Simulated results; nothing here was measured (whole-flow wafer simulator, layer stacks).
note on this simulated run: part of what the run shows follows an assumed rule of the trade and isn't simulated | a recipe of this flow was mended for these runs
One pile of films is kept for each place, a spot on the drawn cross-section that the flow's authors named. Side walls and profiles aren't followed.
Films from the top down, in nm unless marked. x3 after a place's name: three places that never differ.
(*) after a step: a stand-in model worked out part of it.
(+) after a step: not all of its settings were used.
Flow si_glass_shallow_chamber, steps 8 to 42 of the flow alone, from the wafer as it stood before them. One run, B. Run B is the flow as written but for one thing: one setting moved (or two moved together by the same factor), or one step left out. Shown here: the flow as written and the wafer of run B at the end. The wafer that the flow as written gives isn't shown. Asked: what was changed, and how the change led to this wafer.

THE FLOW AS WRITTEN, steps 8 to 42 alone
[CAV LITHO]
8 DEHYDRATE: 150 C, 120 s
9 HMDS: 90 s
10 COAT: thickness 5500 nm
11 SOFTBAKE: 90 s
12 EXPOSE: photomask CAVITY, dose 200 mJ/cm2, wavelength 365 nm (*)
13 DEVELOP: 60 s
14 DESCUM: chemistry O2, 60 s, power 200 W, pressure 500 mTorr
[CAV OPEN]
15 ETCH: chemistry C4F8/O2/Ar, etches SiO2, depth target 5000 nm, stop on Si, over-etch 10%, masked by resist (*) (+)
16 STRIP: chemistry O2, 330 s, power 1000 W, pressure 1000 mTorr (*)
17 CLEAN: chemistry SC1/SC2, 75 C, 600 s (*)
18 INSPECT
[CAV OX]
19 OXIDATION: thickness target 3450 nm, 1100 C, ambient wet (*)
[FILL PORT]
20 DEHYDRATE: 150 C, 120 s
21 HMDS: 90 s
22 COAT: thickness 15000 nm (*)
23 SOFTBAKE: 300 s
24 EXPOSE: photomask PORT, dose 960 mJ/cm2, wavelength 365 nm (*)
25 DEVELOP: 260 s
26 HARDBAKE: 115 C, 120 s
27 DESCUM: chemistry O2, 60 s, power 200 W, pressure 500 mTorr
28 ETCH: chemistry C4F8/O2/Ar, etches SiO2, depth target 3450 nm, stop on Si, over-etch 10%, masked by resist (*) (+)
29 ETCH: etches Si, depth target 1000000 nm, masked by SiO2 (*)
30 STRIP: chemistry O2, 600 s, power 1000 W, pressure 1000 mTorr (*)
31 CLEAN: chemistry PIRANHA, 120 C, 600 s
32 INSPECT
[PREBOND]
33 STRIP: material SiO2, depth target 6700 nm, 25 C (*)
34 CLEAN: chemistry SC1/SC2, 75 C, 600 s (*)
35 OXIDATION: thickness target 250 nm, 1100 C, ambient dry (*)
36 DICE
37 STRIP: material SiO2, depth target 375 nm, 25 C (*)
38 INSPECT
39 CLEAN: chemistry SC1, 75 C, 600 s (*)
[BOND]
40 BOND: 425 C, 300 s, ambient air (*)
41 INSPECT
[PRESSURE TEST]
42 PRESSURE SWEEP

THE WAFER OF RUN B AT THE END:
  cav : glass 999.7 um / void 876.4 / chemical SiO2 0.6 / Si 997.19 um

The cause: step 15, ETCH: depth target 4200 nm was run, where the flow has depth target 5000 nm.

How the change led to this, step by step:
  15 ETCH: chemistry C4F8/O2/Ar, etches SiO2, depth target 5000 nm, stop on Si, over-etch 10%, masked by resist (*) (+)
      cav, port: SiO2 -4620 (as written it would be: SiO2 -5000 (all of it), Si -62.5)
      rim, ramp, septum, ring: thick-i-line-resist -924 (as written it would be: thick-i-line-resist -1100)
  16 STRIP: chemistry O2, 330 s, power 1000 W, pressure 1000 mTorr (*)
      cav, port: nothing (as written it would be: chemical SiO2 +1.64 (new film), Si -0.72)
      rim, ramp, septum, ring: thick-i-line-resist -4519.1 (all of it) (as written it would be: thick-i-line-resist -4343.1 (all of it))
  17 CLEAN: chemistry SC1/SC2, 75 C, 600 s (*)
      cav, port: SiO2 -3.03 (as written it would be: chemical SiO2 -1.04, Si -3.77)
  19 OXIDATION: thickness target 3450 nm, 1100 C, ambient wet (*)
      cav, port: SiO2 +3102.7, Si -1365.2 (as written it would be: SiO2 +3450 (new film), chemical SiO2 -0.6 (all of it), Si -1517.7)
  22 COAT: thickness 15000 nm (*)
      rim: thick-i-line-resist +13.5 um (new film) (as written it would be: thick-i-line-resist +13.4 um (new film))
      ramp: thick-i-line-resist +13.03 um (new film) (as written it would be: thick-i-line-resist +12.89 um (new film))
      (and at 4 more places)
  23 SOFTBAKE: 300 s
      rim: thick-i-line-resist -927 (as written it would be: thick-i-line-resist -997)
      ramp: thick-i-line-resist -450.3 (as written it would be: thick-i-line-resist -487.1)
      (and at 4 more places)
  25 DEVELOP: 260 s
      port: thick-i-line-resist -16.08 um (all of it) (as written it would be: thick-i-line-resist -16.16 um (all of it))
  26 HARDBAKE: 115 C, 120 s
      rim, ramp: thick-i-line-resist -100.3 (as written it would be: thick-i-line-resist -98.2)
  28 ETCH: chemistry C4F8/O2/Ar, etches SiO2, depth target 3450 nm, stop on Si, over-etch 10%, masked by resist (*) (+)
      port: SiO2 -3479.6 (all of it), Si -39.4 (as written it would be: SiO2 -3450 (all of it), Si -43.1)
  29 ETCH: etches Si, depth target 1000000 nm, masked by SiO2 (*)
      rim, ramp: thick-i-line-resist -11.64 um (all of it), SiO2 -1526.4 (as written it would be: thick-i-line-resist -11.47 um (all of it), SiO2 -1617.3)
      port: hole +997.27 um (new film), Si -997.27 um (all of it) (as written it would be: hole +997.05 um (new film), Si -997.05 um (all of it))
      (and at 2 more places)
  30 STRIP: chemistry O2, 600 s, power 1000 W, pressure 1000 mTorr (*)
      cav: thick-i-line-resist -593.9 (all of it) (as written it would be: thick-i-line-resist -669.6 (all of it))
  40 BOND: 425 C, 300 s, ambient air (*)
      cav: glass +999.7 um (new film), void +876.4 (new film) (as written it would be: glass +999.7 um (new film), void +1095.9 (new film))
      port: glass +999.7 um (new film), hole +794 (as written it would be: glass +999.7 um (new film), hole +1017.3)
